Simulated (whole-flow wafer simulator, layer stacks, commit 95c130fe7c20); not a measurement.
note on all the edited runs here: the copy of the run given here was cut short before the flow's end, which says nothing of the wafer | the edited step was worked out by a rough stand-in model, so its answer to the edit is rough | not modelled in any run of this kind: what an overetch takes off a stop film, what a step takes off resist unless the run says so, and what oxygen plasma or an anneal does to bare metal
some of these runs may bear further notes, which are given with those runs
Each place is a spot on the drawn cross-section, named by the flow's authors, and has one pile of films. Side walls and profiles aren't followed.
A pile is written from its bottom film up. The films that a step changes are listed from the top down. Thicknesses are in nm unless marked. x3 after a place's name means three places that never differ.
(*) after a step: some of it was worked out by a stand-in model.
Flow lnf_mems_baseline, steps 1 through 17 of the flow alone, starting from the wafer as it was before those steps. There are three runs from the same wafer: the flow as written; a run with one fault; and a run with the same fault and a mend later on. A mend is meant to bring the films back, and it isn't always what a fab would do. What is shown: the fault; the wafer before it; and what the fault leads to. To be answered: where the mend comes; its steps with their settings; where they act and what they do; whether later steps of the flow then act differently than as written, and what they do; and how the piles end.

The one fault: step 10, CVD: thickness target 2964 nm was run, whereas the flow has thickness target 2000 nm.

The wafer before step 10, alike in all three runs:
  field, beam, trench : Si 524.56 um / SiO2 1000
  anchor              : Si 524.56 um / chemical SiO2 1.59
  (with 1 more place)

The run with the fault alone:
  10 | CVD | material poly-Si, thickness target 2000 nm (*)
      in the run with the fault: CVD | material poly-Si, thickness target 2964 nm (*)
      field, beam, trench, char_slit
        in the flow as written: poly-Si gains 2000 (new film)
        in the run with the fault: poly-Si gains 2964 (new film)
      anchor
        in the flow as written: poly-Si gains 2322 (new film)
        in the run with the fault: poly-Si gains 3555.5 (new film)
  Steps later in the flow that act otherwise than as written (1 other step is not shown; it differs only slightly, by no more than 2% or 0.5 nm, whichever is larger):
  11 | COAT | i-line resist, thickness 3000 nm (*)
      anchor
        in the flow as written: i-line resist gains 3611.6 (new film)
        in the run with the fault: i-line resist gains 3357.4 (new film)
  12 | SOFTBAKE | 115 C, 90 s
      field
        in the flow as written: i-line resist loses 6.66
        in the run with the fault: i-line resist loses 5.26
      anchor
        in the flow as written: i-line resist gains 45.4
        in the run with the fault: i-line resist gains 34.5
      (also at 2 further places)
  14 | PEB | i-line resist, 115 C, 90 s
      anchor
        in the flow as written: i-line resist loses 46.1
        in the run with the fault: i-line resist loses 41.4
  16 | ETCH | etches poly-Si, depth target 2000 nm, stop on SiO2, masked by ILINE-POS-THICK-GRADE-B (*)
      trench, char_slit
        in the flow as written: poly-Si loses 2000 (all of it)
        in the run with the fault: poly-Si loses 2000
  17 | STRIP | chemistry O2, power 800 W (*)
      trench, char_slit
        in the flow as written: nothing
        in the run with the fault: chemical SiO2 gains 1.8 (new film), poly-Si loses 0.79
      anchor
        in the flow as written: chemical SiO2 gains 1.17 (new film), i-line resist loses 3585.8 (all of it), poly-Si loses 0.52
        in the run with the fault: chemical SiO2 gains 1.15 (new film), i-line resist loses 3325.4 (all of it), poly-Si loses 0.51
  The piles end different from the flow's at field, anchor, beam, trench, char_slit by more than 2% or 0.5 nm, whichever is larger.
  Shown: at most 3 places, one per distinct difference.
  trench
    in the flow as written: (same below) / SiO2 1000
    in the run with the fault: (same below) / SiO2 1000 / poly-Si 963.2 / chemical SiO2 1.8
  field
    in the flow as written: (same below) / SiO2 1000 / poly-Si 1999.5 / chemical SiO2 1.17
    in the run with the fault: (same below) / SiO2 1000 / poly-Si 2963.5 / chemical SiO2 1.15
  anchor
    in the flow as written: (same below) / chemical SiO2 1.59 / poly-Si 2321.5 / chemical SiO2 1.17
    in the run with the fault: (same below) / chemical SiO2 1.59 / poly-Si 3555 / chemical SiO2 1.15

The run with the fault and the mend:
  The mend follows step 10.
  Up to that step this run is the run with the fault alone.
  10a | ETCH | chemistry tmah, depth target 3991 nm
      field, beam, trench, char_slit
        poly-Si loses 2964 (all of it)
      anchor
        poly-Si loses 3555.5 (all of it)
  10b | CLEAN | chemistry SC1/SC2 (a further turn of the flow's step 1)
      alters no film at any place that is followed
  10c | CVD | material poly-Si, thickness target 2000 nm (*) (a further turn of the flow's step 10)
      field, beam, trench, char_slit
        poly-Si gains 2000 (new film)
      anchor
        poly-Si gains 2322 (new film)
  None of the later steps of the flow acts differently than as written at any place that is followed.
  By the end, the piles equal the flow's at every place that both follow.
